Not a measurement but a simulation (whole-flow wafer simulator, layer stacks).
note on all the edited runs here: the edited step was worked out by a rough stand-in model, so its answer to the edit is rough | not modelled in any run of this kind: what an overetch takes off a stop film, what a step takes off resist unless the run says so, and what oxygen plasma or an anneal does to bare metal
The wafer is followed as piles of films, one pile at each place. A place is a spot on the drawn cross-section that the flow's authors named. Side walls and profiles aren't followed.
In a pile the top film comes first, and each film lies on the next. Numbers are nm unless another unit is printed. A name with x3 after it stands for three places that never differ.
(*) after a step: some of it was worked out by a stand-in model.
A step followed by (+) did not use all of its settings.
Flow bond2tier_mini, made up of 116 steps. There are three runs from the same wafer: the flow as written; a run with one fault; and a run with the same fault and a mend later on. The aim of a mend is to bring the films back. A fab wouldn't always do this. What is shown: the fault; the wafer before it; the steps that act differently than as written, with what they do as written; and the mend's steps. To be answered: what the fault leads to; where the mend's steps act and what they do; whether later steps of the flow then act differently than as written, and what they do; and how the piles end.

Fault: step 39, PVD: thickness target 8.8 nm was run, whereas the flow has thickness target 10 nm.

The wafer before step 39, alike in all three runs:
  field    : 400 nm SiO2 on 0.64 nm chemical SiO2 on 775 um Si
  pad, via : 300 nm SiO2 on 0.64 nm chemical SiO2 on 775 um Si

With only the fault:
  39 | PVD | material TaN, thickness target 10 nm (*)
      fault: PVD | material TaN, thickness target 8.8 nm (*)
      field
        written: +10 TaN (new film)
        fault: +8.8 TaN (new film)
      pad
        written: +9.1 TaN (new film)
        fault: +8.01 TaN (new film)
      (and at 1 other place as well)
  Steps later in the flow that act otherwise than as written (1 more step, not shown, differs only slightly: by at most 2% or 0.5 nm, whichever is larger):
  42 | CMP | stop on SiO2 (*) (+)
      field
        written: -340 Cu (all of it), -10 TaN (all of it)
        fault: -340 Cu (all of it), -8.8 TaN (all of it)
  By the end, the piles at pad depart from the flow's by more than 2% or 0.5 nm, whichever is larger.
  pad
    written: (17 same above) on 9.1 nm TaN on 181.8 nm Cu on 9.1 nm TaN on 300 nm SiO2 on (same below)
    fault: (17 same above) on 9.1 nm TaN on 182.9 nm Cu on 8.01 nm TaN on 300 nm SiO2 on (same below)

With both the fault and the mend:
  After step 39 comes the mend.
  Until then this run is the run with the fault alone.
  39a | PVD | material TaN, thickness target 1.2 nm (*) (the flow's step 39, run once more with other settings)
      field, via
        +1.2 TaN
      pad
        +1.09 TaN
  Later steps of the flow that are run all act as written at every place that is followed.
  At every place that both follow, the piles at the end match the flow's.
